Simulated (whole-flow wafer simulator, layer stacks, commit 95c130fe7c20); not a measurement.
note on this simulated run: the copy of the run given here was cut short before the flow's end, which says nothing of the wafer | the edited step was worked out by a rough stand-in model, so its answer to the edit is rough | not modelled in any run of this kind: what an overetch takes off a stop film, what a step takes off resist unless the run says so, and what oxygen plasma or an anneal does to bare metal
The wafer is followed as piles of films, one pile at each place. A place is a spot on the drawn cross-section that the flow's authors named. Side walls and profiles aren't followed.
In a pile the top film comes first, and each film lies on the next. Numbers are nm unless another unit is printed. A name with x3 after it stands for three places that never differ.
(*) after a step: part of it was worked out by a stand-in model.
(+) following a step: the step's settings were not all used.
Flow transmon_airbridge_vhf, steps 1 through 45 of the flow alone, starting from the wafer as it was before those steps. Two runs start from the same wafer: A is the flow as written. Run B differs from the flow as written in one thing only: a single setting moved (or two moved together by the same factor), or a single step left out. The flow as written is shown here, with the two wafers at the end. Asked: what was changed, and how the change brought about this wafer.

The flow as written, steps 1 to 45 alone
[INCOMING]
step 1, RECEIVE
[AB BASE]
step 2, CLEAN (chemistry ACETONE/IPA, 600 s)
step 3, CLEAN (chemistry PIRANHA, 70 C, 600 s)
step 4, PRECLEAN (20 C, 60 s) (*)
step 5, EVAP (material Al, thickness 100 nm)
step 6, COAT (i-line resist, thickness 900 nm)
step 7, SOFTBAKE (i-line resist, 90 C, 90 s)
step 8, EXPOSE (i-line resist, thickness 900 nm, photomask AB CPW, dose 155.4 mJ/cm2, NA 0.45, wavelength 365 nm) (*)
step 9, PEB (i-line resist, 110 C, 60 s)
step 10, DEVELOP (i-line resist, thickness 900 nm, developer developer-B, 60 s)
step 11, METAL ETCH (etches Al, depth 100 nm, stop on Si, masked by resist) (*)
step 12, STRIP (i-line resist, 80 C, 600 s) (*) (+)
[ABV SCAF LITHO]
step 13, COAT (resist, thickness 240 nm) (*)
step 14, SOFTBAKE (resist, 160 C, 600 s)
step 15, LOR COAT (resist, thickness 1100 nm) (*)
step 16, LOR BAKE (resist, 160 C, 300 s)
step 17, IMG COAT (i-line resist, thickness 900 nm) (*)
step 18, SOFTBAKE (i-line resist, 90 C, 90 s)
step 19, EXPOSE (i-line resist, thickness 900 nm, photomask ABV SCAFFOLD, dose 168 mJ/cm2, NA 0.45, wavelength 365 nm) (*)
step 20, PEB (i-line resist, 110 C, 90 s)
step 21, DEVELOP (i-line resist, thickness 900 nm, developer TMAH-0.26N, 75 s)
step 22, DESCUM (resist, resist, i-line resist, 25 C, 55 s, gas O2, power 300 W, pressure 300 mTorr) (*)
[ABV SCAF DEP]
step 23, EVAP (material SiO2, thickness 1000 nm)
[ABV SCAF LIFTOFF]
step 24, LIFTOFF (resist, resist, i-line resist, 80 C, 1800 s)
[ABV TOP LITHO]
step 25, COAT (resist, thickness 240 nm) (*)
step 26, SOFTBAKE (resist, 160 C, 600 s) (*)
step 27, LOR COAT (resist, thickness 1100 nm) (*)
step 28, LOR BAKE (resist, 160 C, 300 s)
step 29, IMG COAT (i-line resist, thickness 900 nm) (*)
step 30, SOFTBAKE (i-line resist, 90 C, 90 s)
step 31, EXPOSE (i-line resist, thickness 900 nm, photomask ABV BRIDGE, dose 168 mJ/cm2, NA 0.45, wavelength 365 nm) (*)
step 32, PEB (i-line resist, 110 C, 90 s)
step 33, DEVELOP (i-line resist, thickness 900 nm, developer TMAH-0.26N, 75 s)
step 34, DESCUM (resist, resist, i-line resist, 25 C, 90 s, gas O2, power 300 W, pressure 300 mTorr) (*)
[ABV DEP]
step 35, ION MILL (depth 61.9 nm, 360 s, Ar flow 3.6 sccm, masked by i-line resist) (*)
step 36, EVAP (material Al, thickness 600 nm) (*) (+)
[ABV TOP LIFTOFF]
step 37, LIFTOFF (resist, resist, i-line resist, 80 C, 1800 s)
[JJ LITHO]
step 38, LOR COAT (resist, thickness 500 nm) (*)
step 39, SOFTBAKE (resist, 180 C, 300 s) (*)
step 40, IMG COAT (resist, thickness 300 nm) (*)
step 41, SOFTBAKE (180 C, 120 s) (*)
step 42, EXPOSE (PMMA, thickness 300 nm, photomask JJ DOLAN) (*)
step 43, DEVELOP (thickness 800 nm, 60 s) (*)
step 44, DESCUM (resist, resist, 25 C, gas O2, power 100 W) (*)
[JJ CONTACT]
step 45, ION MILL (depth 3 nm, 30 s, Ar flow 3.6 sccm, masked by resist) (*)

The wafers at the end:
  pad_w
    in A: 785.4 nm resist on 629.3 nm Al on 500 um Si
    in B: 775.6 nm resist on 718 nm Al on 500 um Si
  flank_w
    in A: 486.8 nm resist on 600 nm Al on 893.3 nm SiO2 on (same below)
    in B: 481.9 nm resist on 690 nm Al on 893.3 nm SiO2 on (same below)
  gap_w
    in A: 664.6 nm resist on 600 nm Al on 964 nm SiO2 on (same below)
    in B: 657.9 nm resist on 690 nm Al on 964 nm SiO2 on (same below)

What caused this: step 36, EVAP: thickness 690 nm was run, though the flow has thickness 600 nm.
One can read it off the wafer: flank_w has Al 690, and step 36 as written asks for 600 nm.

How this came from the change, step by step:
  step 36, EVAP (material Al, thickness 600 nm) (*) (+)
      field x3, jj_line, ground_far and 10 more: A Al gains 600 (new film) | B Al gains 690 (new film)
      pad_w, pad_e: A Al gains 591.2 | B Al gains 679.9
  step 37, LIFTOFF (resist, resist, i-line resist, 80 C, 1800 s)
      field x3, jj_line, trace_open_s x2: A Al loses 600 (all of it), i-line resist loses 600 (all of it), resist loses 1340 (all of it) | B Al loses 690 (all of it), i-line resist loses 600 (all of it), resist loses 1340 (all of it)
      margin_s, margin_n: A Al loses 600 (all of it), i-line resist loses 318.3 (all of it), resist loses 992 (all of it) | B Al loses 690 (all of it), i-line resist loses 318.3 (all of it), resist loses 992 (all of it)
      (also at 1 further place)
  step 38, LOR COAT (resist, thickness 500 nm) (*)
      bridge_strip: A resist gains 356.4 (new film) | B resist gains 347.8 (new film)
  step 40, IMG COAT (resist, thickness 300 nm) (*)
      bridge_strip: A resist gains 197.1 | B resist gains 191.7
